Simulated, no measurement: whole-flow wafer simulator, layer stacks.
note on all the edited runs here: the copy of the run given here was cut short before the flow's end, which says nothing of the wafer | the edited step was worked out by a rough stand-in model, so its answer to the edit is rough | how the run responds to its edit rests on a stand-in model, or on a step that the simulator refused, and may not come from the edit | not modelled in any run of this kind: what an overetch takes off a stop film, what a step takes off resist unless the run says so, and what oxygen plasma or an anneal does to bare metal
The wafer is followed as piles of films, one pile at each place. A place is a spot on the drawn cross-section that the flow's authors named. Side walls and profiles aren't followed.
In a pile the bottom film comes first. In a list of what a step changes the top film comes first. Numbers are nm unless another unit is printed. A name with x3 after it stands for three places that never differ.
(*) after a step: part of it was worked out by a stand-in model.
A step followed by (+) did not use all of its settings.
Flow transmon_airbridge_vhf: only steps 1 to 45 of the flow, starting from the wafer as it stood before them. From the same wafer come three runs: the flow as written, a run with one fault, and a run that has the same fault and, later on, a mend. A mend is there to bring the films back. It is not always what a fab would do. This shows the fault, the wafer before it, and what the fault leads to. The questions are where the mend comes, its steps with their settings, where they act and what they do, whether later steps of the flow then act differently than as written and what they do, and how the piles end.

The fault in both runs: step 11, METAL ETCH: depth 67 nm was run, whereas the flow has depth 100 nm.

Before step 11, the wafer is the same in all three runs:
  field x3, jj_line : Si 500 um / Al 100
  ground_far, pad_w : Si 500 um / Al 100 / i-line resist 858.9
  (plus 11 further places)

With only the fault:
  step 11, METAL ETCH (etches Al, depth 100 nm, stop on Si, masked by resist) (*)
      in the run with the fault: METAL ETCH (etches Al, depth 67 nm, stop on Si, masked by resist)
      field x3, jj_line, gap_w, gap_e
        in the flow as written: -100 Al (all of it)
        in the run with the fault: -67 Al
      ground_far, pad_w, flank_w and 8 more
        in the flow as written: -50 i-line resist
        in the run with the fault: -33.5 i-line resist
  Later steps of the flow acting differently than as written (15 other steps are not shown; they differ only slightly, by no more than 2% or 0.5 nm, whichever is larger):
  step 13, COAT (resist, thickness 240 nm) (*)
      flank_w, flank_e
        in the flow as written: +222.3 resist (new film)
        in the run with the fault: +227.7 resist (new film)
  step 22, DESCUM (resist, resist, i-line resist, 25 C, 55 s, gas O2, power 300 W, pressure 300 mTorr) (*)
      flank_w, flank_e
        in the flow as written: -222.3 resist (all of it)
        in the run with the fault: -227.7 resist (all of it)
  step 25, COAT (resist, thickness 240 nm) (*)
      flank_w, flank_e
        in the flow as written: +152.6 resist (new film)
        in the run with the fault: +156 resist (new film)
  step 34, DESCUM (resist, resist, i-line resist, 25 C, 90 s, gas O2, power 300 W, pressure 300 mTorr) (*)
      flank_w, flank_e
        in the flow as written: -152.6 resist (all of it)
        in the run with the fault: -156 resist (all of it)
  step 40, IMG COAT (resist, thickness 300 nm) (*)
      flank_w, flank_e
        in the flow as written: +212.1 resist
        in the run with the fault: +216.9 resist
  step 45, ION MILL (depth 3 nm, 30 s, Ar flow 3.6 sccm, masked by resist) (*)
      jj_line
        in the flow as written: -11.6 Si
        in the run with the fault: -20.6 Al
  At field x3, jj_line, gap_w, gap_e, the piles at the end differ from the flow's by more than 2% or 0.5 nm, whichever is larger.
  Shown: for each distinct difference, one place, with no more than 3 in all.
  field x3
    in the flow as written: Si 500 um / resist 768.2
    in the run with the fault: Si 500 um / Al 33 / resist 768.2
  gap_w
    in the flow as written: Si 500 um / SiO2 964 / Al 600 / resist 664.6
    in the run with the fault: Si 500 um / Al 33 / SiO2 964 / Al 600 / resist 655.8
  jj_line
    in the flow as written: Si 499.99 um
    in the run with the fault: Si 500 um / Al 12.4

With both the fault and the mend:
  The mend stands after step 12.
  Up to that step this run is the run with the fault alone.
  step 12a, COAT (i-line resist, thickness 900 nm) (*) (the flow's step 6 again)
      field x3, jj_line, trace_open_s x2, margin_s, bridge_strip, margin_n
        +900 i-line resist (new film)
      pad_w, pad_e
        +891.8 i-line resist (new film)
      flank_w, flank_e
        +884.3 i-line resist (new film)
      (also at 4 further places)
  step 12b, SOFTBAKE (i-line resist, 90 C, 90 s) (the flow's step 7 again)
      flank_w, flank_e
        -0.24 i-line resist
      gap_w, gap_e
        +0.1 i-line resist
      cpw_trace
        -0.05 i-line resist
  step 12c, EXPOSE (i-line resist, thickness 900 nm, photomask AB CPW, dose 155.4 mJ/cm2, NA 0.45, wavelength 365 nm) (*) (the flow's step 8 again)
      does not change any film at any place that is followed
  step 12d, PEB (i-line resist, 110 C, 60 s) (the flow's step 9 again)
      field x3, jj_line, trace_open_s x2, margin_s, bridge_strip, margin_n
        -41 i-line resist
      pad_w, pad_e
        -40.7 i-line resist
      flank_w, flank_e
        -40.3 i-line resist
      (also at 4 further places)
  step 12e, DEVELOP (i-line resist, thickness 900 nm, developer developer-B, 60 s) (the flow's step 10 again)
      ground_far, cpw_trace, trace_open_s x2, margin_s, bridge_strip, margin_n
        -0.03 i-line resist
      field x3, jj_line
        -859 i-line resist (all of it)
      gap_w, gap_e
        -893.9 i-line resist (all of it)
  step 12f, METAL ETCH (etches Al, depth 33 nm, stop on Si, masked by resist) (*) (the flow's step 11 again, with other settings)
      ground_far, pad_w, flank_w and 8 more
        -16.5 i-line resist
      field x3, jj_line, gap_w, gap_e
        -33 Al (all of it)
  step 12g, STRIP (i-line resist, 80 C, 600 s) (*) (+) (the flow's step 12 again)
      trace_open_s x2, margin_s, bridge_strip, margin_n
        -842.4 i-line resist (all of it)
      pad_w, pad_e
        -834.6 i-line resist (all of it)
      flank_w, flank_e
        -827.2 i-line resist (all of it)
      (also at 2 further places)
  Later steps of the flow that are run all act as written at every place that is followed.
  By the end, the piles equal the flow's at every place that both follow.
